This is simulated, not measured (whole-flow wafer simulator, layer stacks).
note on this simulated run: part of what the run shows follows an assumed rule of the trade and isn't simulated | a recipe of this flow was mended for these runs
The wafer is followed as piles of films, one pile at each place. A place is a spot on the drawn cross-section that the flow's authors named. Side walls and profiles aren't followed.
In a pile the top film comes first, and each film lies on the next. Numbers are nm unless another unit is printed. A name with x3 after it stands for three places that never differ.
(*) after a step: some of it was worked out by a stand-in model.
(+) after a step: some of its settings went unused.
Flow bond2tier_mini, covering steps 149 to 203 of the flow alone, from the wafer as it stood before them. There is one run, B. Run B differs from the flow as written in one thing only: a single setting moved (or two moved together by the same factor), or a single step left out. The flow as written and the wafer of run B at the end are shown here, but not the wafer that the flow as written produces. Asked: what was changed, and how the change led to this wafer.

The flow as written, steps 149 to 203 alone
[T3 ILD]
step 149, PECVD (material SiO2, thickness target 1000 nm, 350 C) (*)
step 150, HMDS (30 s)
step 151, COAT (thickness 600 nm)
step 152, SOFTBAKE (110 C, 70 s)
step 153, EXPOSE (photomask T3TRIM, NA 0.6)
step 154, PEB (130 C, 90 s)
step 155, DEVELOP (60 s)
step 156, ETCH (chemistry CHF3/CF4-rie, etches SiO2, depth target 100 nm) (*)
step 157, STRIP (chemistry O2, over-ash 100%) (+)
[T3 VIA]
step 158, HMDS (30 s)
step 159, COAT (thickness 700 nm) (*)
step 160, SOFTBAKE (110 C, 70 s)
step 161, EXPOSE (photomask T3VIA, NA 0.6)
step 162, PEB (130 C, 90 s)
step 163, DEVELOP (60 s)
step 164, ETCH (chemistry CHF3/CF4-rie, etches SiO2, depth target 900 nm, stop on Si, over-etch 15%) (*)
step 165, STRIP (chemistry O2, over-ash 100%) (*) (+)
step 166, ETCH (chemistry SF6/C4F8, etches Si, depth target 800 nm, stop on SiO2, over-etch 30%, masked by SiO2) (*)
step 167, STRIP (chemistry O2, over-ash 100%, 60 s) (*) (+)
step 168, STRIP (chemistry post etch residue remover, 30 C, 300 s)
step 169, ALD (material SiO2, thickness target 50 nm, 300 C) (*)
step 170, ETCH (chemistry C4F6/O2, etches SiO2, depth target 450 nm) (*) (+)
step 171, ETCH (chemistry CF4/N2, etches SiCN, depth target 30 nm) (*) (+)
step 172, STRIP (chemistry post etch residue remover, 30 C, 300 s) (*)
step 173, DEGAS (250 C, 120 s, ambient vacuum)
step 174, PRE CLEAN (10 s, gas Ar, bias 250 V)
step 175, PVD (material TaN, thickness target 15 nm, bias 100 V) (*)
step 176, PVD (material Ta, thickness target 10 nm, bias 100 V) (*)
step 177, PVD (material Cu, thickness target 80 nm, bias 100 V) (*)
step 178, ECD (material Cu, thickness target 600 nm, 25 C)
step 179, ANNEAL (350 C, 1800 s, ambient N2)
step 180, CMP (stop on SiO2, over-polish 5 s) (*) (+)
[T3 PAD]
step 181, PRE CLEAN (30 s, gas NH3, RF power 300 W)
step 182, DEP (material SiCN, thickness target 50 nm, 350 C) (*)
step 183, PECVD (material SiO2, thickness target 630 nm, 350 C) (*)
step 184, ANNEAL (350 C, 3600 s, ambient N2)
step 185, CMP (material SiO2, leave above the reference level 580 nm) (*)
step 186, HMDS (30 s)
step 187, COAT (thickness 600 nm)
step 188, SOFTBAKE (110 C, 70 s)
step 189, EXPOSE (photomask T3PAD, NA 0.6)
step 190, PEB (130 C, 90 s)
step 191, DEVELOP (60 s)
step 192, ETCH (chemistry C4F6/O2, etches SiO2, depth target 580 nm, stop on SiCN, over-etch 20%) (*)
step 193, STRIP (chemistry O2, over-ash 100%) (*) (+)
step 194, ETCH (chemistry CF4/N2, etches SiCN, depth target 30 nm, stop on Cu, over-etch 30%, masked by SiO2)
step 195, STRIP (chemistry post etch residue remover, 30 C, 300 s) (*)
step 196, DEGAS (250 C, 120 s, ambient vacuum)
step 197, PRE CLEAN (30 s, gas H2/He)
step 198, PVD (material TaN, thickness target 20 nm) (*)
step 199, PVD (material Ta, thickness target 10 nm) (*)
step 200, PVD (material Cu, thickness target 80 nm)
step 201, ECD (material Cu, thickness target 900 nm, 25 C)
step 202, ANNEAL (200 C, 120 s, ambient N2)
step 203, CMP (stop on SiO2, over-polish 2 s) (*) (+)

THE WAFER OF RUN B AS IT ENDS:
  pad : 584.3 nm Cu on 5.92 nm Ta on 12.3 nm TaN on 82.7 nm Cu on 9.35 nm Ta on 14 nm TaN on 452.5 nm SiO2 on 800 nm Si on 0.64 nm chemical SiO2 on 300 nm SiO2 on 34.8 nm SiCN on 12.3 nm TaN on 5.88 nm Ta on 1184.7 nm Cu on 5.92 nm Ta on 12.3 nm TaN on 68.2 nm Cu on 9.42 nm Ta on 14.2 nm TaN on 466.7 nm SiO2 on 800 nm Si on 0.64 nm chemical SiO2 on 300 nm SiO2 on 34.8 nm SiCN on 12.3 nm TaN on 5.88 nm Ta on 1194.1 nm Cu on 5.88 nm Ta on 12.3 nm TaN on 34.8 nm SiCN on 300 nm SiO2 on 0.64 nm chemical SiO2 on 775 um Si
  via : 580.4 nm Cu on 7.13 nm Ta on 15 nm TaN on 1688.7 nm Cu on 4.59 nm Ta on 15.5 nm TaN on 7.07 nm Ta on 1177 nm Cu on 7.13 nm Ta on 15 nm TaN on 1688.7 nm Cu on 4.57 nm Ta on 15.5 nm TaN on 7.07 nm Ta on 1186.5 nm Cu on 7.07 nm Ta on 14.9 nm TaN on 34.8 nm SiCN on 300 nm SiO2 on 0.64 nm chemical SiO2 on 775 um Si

Cause: step 156, ETCH: depth target 114.4 nm was run, though the flow has depth target 100 nm.

The path from the change to this, step by step:
  step 156, ETCH (chemistry CHF3/CF4-rie, etches SiO2, depth target 100 nm) (*)
      pad, via: -114.4 SiO2 (it would be, as written: -100 SiO2)
      field: -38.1 thick-KrF-resist (it would be, as written: -33.3 thick-KrF-resist)
  step 164, ETCH (chemistry CHF3/CF4-rie, etches SiO2, depth target 900 nm, stop on Si, over-etch 15%) (*)
      via: -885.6 SiO2 (all of it), -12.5 Si (it would be, as written: -900 SiO2 (all of it), -11.2 Si)
  step 165, STRIP (chemistry O2, over-ash 100%) (*) (+)
      pad: -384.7 thick-KrF-resist (all of it) (it would be, as written: -372.9 thick-KrF-resist (all of it))
  step 178, ECD (material Cu, thickness target 600 nm, 25 C)
      pad: +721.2 Cu (it would be, as written: +706.1 Cu)
